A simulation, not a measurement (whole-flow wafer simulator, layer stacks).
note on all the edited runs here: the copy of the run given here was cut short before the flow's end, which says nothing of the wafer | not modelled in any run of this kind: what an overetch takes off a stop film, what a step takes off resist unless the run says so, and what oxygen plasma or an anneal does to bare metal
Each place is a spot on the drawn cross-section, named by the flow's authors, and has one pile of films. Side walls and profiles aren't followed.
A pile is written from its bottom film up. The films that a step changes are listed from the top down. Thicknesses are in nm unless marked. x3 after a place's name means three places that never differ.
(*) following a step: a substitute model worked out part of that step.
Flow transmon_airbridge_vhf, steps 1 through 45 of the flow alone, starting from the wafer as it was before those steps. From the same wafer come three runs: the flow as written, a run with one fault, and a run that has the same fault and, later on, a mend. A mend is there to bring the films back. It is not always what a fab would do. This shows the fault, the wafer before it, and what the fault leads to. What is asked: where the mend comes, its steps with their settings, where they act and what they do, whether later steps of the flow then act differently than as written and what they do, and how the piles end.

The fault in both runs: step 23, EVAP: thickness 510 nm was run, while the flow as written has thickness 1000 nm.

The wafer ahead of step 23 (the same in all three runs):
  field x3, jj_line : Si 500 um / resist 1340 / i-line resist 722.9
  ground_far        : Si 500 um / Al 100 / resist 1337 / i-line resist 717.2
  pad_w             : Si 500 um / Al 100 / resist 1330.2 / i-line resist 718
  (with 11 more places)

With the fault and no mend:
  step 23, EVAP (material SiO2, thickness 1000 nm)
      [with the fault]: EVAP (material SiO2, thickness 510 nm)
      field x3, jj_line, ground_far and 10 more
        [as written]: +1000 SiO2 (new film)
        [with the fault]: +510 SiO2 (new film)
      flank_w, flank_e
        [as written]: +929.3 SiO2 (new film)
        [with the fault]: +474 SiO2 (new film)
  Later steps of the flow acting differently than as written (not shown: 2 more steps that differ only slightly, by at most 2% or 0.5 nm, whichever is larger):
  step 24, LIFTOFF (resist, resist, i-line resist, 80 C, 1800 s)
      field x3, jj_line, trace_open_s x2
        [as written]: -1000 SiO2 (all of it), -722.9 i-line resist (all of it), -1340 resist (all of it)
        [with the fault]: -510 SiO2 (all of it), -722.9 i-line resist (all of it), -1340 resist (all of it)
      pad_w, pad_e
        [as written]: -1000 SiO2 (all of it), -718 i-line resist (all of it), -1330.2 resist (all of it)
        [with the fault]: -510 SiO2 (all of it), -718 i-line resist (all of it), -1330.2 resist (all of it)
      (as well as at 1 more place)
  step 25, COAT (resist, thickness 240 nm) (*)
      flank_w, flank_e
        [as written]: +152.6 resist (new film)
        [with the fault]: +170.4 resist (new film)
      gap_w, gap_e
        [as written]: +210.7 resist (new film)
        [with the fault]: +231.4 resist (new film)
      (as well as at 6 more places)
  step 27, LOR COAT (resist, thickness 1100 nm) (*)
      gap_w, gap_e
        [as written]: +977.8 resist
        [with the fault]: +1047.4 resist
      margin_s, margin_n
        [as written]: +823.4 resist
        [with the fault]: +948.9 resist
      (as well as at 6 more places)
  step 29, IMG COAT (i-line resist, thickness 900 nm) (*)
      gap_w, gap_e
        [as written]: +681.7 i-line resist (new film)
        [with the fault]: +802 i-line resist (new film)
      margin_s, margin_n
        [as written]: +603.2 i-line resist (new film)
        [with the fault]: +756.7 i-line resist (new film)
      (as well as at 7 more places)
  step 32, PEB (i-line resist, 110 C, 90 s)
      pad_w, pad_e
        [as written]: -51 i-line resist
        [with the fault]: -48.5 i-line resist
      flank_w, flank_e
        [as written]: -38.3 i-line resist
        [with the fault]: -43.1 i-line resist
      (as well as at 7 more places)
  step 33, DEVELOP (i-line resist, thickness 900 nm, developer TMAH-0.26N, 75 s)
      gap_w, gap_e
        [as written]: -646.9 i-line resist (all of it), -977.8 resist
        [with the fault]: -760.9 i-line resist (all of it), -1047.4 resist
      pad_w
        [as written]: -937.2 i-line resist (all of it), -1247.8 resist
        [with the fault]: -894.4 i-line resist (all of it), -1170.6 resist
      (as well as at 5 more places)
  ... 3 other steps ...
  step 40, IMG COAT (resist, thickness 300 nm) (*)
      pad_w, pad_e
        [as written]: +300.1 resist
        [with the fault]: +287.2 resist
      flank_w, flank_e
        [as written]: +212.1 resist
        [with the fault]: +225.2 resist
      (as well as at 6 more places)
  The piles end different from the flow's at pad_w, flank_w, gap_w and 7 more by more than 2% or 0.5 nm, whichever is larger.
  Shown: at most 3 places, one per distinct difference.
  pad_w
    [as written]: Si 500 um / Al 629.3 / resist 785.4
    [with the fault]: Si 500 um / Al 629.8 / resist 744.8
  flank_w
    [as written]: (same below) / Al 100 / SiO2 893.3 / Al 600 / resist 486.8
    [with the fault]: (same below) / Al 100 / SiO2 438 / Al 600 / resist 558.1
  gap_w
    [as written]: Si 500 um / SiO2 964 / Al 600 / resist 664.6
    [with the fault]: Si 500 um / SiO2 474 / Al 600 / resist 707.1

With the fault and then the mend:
  The mend follows step 23.
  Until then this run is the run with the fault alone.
  step 23a, EVAP (material SiO2, thickness 490 nm) (the flow's step 23 again, with other settings)
      field x3, jj_line, ground_far and 10 more
        +490 SiO2
      flank_w, flank_e
        +455.9 SiO2
  Every later step of the flow that is run acts as written, at every place that is followed, to within 2% or 0.5 nm, whichever is larger.
  The piles end only slightly different from the flow's at the places that both follow, by no more than 2% or 0.5 nm, whichever is larger.
